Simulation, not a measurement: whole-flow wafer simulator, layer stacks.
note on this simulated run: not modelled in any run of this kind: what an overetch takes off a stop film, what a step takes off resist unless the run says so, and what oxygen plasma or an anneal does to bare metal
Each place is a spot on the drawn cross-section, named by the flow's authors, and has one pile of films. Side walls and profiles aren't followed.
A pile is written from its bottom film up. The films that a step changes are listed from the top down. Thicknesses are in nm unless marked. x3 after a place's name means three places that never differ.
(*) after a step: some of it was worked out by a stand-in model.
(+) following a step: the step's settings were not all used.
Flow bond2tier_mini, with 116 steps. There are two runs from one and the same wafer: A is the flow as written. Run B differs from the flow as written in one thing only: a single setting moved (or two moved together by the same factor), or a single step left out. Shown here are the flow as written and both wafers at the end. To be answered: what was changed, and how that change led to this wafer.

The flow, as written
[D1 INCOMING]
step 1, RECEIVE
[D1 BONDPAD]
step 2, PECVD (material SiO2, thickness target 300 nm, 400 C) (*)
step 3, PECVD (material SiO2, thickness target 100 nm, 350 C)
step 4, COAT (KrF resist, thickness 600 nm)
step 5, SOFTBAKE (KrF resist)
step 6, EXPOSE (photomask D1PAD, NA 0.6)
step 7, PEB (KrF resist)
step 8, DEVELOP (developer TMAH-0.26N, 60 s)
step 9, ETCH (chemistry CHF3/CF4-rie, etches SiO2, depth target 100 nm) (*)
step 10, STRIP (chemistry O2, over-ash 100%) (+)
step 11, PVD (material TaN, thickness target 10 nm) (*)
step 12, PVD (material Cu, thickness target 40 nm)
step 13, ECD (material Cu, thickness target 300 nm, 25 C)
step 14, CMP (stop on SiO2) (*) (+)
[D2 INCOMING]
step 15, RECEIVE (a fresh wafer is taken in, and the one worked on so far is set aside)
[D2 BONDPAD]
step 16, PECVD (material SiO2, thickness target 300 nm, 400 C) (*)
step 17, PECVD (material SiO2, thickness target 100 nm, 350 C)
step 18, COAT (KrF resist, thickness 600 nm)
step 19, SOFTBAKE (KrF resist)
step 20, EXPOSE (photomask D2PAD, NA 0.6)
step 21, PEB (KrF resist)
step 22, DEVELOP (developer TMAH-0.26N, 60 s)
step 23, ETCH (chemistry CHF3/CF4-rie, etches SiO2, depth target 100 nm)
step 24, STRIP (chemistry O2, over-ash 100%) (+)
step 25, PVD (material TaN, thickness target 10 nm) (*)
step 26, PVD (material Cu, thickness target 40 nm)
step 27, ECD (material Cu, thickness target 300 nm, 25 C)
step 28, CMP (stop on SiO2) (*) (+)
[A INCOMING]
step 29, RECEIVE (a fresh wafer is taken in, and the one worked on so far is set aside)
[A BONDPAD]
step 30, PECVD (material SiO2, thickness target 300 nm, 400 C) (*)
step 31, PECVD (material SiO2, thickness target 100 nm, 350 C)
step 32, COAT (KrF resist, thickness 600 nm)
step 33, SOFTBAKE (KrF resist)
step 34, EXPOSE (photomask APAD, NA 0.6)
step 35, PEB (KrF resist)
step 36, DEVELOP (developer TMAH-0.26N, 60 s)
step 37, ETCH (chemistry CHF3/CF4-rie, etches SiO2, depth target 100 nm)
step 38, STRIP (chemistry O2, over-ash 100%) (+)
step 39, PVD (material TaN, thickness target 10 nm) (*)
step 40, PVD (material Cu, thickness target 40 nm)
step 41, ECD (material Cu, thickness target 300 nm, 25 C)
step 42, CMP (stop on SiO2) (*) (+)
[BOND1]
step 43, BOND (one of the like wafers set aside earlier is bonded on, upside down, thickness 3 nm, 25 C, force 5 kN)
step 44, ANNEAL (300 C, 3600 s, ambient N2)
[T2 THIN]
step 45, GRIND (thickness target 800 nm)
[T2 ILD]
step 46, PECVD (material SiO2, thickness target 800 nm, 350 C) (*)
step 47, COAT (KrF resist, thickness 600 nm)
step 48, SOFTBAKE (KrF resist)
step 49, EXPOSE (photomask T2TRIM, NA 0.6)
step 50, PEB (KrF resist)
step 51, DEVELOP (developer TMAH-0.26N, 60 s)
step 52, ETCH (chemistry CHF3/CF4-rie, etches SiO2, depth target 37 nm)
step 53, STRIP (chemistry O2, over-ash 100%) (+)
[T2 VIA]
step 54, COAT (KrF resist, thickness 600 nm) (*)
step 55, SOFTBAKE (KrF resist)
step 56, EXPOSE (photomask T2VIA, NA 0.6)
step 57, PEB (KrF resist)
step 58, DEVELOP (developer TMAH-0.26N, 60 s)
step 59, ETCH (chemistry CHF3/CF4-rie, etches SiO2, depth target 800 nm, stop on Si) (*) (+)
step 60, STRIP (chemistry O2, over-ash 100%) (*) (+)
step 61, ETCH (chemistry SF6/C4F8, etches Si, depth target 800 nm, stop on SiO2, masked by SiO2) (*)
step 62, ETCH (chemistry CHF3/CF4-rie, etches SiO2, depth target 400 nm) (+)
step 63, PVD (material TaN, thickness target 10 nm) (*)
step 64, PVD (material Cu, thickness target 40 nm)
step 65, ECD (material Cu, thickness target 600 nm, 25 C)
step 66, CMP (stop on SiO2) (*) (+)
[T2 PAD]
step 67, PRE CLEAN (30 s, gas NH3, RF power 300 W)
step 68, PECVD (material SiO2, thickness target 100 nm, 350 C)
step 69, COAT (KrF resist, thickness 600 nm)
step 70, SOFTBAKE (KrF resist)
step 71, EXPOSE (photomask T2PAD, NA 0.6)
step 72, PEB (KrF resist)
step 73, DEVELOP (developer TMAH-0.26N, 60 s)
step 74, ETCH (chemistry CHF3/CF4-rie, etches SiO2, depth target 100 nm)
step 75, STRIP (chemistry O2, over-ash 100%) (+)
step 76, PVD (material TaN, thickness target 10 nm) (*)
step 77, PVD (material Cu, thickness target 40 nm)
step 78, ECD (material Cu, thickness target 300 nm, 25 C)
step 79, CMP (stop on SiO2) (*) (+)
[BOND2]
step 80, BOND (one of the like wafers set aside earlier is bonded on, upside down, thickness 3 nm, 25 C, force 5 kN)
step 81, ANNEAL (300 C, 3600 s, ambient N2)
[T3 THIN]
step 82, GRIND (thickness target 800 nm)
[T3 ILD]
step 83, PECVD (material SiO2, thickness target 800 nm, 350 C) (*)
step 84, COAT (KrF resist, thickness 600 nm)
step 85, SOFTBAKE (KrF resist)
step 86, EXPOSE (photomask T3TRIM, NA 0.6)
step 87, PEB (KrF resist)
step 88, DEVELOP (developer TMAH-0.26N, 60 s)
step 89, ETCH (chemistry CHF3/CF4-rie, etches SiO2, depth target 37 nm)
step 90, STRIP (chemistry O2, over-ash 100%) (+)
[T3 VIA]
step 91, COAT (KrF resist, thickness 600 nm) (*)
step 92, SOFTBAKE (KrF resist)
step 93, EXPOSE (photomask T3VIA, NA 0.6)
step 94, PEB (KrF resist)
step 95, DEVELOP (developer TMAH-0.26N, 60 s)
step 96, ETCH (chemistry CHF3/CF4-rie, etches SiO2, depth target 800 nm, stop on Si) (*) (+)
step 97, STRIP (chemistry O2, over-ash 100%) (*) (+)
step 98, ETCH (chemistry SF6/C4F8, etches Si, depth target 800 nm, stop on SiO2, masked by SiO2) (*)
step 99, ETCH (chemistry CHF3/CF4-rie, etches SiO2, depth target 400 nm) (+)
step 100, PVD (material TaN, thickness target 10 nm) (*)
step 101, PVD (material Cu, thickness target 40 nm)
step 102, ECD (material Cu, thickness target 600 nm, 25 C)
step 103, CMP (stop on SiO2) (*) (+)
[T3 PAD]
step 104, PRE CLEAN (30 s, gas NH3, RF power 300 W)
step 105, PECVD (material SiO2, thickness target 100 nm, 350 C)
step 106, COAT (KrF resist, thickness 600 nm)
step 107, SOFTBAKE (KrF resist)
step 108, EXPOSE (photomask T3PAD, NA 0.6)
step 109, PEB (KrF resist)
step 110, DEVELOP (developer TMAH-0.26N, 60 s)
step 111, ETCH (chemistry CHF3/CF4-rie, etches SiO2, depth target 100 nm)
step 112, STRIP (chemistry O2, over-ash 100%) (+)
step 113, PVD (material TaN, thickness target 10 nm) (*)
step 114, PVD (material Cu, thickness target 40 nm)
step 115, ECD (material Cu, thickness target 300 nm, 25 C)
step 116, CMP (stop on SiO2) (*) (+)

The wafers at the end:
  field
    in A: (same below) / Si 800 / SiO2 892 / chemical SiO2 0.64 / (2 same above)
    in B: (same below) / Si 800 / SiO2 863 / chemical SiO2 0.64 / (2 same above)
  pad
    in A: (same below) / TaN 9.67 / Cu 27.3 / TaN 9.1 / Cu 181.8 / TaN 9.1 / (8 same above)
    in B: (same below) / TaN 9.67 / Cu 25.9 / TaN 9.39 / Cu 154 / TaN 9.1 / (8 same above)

What caused this: step 68, PECVD: thickness target 71 nm was run, though the flow has thickness target 100 nm.

Step by step, how the change led to this:
  step 68, PECVD (material SiO2, thickness target 100 nm, 350 C)
      field: A SiO2 gains 100 | B SiO2 gains 71
      pad: A SiO2 gains 100 (new film) | B SiO2 gains 71 (new film)
  step 74, ETCH (chemistry CHF3/CF4-rie, etches SiO2, depth target 100 nm)
      pad: A SiO2 loses 100 (all of it) | B SiO2 loses 71 (all of it), Cu loses 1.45
  step 77, PVD (material Cu, thickness target 40 nm)
      pad: A Cu gains 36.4 (new film) | B Cu gains 37.4 (new film)
  step 78, ECD (material Cu, thickness target 300 nm, 25 C)
      pad: A Cu gains 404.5 | B Cu gains 375.7
